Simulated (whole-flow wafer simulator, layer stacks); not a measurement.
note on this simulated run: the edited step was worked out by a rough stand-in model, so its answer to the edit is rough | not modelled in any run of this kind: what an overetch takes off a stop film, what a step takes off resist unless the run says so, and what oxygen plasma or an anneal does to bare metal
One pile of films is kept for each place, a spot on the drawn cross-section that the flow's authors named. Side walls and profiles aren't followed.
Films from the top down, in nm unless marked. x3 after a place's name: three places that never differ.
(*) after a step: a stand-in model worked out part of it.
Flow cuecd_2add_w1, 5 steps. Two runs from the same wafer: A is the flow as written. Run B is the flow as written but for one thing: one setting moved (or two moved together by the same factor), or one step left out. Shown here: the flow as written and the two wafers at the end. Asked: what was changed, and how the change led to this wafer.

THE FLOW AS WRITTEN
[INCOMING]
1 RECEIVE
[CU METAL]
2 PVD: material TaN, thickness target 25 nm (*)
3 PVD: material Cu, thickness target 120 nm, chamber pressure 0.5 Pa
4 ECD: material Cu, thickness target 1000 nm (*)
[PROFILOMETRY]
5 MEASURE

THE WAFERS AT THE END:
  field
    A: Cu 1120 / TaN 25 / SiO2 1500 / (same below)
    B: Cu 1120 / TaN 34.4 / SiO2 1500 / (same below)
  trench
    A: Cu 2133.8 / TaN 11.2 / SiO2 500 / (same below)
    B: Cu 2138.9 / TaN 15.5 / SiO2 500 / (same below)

The cause: step 2, PVD: thickness target 34.4 nm was run, where the flow has thickness target 25 nm.
It can be read off the wafer: field has TaN 34.4, and step 2 as written asks for 25 nm.

How the change led to this, step by step:
  2 PVD: material TaN, thickness target 25 nm (*)
      field: A TaN +25 (new film) | B TaN +34.4 (new film)
      trench: A TaN +11.2 (new film) | B TaN +15.5 (new film)
